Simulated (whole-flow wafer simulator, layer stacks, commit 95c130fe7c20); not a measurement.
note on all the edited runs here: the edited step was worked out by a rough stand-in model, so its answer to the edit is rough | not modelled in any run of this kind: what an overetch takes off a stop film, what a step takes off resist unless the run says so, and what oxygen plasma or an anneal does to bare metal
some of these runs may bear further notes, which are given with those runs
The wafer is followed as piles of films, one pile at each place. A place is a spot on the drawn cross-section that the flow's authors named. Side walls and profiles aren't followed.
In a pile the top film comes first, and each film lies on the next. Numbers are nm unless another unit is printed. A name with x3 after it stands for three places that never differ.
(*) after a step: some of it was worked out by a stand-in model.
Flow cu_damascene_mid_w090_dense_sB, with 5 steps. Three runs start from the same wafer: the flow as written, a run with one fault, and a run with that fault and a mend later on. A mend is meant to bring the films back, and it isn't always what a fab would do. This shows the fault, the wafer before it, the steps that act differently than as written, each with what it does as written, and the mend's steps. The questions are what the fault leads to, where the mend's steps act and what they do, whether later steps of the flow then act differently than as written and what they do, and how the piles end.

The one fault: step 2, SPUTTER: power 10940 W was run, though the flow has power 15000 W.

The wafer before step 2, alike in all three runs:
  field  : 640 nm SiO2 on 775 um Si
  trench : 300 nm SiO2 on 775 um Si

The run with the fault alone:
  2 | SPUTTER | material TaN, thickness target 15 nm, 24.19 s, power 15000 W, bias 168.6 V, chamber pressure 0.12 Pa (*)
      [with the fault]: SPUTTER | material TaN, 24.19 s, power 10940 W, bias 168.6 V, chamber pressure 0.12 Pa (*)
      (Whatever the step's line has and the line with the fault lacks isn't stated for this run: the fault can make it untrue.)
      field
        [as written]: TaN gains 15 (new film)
        [with the fault]: TaN gains 10.9 (new film)
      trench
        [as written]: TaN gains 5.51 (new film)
        [with the fault]: TaN gains 4.02 (new film)
  Later steps of the flow that are run all act as written at every place that is followed, up to a difference of at most 2% or 0.5 nm, whichever is larger.
  By the end, the piles at field, trench depart from the flow's by more than 2% or 0.5 nm, whichever is larger.
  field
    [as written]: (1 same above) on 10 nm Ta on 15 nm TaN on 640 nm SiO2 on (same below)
    [with the fault]: (1 same above) on 10 nm Ta on 10.9 nm TaN on 640 nm SiO2 on (same below)
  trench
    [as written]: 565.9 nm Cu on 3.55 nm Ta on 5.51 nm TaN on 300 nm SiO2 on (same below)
    [with the fault]: 563.3 nm Cu on 3.6 nm Ta on 4.02 nm TaN on 300 nm SiO2 on (same below)

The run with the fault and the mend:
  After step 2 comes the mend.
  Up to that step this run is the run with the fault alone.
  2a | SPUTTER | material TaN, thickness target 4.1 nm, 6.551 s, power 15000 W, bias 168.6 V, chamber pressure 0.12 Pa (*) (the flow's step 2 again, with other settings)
      field
        TaN gains 4.1
      trench
        TaN gains 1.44
  Later steps of the flow that are run all act as written at every place that is followed, up to a difference of at most 2% or 0.5 nm, whichever is larger.
  When the end is reached, the piles differ only a little from the flow's at the places that both follow, at most by 2% or 0.5 nm, whichever is larger.
